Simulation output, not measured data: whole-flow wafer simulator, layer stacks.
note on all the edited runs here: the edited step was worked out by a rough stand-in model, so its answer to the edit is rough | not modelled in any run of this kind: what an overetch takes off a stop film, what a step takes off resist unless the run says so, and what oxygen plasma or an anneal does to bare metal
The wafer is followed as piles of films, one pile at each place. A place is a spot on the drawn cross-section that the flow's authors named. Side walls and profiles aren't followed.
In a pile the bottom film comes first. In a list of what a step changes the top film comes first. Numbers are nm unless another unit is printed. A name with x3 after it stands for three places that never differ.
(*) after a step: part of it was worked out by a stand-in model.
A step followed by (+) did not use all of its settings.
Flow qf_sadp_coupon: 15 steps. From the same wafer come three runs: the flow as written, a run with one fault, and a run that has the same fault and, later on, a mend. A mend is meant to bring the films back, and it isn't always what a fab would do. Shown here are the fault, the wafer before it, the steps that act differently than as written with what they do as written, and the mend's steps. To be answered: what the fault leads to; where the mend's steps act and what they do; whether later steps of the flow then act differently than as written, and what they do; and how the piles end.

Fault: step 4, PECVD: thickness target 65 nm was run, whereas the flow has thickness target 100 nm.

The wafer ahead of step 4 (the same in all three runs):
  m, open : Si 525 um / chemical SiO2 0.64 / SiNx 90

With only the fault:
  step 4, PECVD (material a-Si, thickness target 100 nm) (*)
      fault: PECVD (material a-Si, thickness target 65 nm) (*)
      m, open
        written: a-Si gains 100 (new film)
        fault: a-Si gains 65 (new film)
  Steps further on in the flow that do not act as written:
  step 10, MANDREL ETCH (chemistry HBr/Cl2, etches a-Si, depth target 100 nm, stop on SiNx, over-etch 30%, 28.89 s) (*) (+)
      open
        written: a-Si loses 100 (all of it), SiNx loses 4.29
        fault: a-Si loses 65 (all of it), SiNx loses 9.29
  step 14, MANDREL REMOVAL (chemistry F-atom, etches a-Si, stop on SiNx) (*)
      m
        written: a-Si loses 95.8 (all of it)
        fault: a-Si loses 60.8 (all of it)
  At open, the piles at the end differ from the flow's by more than 2% or 0.5 nm, whichever is larger.
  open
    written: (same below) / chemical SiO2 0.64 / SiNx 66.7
    fault: (same below) / chemical SiO2 0.64 / SiNx 61.7

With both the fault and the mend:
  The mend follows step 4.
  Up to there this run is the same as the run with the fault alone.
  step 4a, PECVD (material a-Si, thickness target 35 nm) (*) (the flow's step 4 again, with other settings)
      m, open
        a-Si gains 35
  Later steps of the flow that are run all act as written at every place that is followed.
  At every place that both follow, the piles at the end match the flow's.
